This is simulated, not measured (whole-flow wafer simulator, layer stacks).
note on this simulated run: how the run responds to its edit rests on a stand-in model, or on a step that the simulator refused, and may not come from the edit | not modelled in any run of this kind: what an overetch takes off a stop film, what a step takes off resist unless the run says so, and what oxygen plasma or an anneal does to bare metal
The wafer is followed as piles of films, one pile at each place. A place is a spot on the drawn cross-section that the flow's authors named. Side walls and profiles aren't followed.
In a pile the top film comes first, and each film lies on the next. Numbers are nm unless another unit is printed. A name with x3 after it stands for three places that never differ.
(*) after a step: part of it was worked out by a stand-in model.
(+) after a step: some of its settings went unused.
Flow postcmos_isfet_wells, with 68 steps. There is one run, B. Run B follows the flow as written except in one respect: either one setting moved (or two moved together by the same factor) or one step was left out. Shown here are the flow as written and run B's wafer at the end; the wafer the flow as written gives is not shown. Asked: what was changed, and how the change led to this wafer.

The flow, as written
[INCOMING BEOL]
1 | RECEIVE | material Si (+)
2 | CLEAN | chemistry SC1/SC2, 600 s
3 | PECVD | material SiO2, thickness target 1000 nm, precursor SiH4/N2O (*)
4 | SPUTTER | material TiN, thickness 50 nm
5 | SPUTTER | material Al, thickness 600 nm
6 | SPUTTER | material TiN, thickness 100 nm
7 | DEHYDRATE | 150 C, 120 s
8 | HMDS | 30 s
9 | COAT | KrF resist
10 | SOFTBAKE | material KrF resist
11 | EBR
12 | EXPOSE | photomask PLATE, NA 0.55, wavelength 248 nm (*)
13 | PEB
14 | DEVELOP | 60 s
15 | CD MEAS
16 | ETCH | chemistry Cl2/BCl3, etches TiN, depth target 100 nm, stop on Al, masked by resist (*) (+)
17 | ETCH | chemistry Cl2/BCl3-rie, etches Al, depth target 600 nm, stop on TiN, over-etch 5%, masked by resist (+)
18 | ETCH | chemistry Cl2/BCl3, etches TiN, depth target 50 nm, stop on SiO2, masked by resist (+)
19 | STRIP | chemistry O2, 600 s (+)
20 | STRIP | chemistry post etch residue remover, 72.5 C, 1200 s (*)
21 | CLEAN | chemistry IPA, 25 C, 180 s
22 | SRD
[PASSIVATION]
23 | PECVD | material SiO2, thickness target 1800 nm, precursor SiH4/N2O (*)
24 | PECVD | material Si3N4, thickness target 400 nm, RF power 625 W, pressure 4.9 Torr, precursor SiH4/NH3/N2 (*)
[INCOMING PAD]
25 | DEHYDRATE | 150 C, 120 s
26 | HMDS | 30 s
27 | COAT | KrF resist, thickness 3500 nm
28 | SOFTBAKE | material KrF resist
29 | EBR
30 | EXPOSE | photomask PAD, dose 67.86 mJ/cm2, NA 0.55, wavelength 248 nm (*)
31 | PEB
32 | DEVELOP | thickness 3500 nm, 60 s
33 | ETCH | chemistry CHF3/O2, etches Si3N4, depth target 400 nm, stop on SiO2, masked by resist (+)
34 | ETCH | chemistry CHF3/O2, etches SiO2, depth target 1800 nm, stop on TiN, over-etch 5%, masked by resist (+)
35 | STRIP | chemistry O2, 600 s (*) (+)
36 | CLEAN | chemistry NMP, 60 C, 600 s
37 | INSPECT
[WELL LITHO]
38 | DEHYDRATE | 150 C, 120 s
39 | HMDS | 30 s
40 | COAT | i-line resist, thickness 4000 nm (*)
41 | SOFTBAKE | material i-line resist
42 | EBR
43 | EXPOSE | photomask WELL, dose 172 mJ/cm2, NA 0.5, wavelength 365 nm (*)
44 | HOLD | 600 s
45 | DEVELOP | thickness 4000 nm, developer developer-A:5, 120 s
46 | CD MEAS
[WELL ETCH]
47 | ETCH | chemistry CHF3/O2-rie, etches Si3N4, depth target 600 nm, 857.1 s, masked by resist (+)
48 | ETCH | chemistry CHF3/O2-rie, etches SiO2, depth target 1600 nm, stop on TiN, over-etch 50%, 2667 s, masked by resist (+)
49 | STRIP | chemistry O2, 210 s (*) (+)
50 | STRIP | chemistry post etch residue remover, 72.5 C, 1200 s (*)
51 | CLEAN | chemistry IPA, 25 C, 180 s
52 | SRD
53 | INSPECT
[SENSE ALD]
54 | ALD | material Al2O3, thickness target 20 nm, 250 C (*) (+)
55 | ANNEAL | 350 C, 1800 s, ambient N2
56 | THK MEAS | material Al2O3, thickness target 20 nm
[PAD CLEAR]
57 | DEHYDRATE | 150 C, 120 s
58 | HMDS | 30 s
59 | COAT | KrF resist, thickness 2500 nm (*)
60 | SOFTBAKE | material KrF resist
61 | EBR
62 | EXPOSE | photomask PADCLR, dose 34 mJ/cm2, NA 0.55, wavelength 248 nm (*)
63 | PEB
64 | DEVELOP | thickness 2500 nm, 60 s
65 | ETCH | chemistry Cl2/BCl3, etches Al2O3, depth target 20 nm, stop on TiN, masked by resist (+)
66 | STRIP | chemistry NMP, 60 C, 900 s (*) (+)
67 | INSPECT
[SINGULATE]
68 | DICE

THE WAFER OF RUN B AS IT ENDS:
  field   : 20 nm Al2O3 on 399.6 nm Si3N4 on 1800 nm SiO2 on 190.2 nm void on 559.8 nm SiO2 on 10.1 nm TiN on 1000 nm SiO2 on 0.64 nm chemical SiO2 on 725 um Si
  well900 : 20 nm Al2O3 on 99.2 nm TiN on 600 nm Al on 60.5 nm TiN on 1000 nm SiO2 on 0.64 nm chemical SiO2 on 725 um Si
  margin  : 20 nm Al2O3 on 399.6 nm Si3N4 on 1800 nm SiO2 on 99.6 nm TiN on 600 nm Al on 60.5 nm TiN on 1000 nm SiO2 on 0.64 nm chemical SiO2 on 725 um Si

What caused this: step 4, SPUTTER: thickness 60.5 nm was run, while the flow as written has thickness 50 nm.
The wafer lets one read it off: well900 has TiN 60.5, and step 4 as written asks for 50 nm.

How this came from the change, step by step:
  4 | SPUTTER | material TiN, thickness 50 nm
      field, margin, well900, well1300 x3, pad_rim, pad_clr, pad_open: +60.5 TiN (new film) (it would be, as written: +50 TiN (new film))
  18 | ETCH | chemistry Cl2/BCl3, etches TiN, depth target 50 nm, stop on SiO2, masked by resist (+)
      field: -50 TiN (it would be, as written: -50 TiN (all of it))
  23 | PECVD | material SiO2, thickness target 1800 nm, precursor SiH4/N2O (*)
      field: +1800 SiO2 (new film), +190.2 void (new film), +559.8 SiO2 (new film) (it would be, as written: +1800 SiO2 (new film), +189.9 void (new film), +559.7 SiO2)
Taking metal films that touch as one body, field has 1 body; the flow as written gives 0 bodies.
